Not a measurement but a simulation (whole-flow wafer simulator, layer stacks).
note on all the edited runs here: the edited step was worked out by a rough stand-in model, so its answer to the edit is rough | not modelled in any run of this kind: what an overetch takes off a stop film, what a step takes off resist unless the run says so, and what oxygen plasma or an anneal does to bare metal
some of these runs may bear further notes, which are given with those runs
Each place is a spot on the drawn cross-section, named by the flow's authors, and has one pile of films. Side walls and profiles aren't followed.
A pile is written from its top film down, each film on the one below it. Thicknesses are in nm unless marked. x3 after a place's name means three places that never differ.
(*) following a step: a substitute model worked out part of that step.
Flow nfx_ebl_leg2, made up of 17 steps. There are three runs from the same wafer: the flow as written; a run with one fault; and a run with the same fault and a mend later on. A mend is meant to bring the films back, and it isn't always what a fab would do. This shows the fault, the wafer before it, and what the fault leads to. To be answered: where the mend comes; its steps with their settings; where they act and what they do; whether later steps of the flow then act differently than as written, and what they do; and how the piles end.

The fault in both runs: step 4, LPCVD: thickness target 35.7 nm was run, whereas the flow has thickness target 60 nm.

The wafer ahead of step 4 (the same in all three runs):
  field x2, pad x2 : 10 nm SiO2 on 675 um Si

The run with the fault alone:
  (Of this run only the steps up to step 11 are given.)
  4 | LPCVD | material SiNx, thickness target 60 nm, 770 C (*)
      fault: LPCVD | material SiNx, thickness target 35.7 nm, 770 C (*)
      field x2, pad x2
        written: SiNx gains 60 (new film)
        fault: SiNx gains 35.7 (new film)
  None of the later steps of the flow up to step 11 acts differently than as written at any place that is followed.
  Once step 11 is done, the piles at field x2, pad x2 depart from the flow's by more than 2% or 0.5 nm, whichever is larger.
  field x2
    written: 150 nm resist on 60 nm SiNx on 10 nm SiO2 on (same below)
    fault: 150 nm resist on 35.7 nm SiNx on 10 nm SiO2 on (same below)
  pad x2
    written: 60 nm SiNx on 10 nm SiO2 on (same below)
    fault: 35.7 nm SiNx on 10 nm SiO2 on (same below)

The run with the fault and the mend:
  After step 5 comes the mend.
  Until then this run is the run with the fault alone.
  5a | ETCH | chemistry h3po4, depth target 41.05 nm
      field x2, pad x2
        SiNx loses 35.7 (all of it)
  5b | CLEAN | chemistry SC1/SC2 (the flow's step 2 again)
      alters no film at any place that is followed
  5c | LPCVD | material SiNx, thickness target 60 nm, 770 C (*) (the flow's step 4 again)
      field x2, pad x2
        SiNx gains 60 (new film)
  None of the later steps of the flow acts differently than as written at any place that is followed.
  By the end, the piles equal the flow's at every place that both follow.
